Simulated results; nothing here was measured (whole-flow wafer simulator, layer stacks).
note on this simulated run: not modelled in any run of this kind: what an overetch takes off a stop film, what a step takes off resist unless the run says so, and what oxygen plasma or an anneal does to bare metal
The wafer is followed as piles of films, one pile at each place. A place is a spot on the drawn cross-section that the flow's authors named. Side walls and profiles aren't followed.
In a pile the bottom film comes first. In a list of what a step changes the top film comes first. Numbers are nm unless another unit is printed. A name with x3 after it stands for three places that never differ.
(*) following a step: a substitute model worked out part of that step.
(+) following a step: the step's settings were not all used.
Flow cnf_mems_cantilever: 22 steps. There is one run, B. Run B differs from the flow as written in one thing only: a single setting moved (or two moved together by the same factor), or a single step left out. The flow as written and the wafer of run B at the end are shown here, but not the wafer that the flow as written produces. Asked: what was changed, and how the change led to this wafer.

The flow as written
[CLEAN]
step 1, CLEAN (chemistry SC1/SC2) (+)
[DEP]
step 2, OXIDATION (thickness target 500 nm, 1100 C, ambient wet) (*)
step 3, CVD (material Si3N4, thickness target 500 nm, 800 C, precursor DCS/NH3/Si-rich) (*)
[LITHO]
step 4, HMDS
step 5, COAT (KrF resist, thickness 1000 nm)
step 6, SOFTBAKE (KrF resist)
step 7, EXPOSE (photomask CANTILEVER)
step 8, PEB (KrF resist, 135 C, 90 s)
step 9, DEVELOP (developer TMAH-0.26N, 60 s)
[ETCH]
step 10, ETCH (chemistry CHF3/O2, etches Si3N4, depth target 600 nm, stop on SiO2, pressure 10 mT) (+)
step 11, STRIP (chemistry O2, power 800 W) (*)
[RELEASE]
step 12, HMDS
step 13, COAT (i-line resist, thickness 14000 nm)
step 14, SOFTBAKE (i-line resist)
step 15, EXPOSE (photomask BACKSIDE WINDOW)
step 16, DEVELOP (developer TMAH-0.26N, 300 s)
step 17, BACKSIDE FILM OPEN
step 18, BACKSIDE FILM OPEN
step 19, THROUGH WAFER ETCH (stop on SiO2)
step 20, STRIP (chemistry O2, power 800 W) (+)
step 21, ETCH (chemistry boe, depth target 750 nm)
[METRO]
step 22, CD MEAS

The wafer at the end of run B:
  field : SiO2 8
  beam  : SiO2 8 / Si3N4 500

What caused this: step 21, ETCH: depth target 492 nm was run, while the flow as written has depth target 750 nm.

Step by step, how the change led to this:
  step 21, ETCH (chemistry boe, depth target 750 nm)
      field: SiO2 loses 492 (it would be, as written: SiO2 loses 500 (all of it))
      beam: under 1 film: SiO2 loses 492 (it would be, as written: under 1 film: SiO2 loses 500 (all of it))
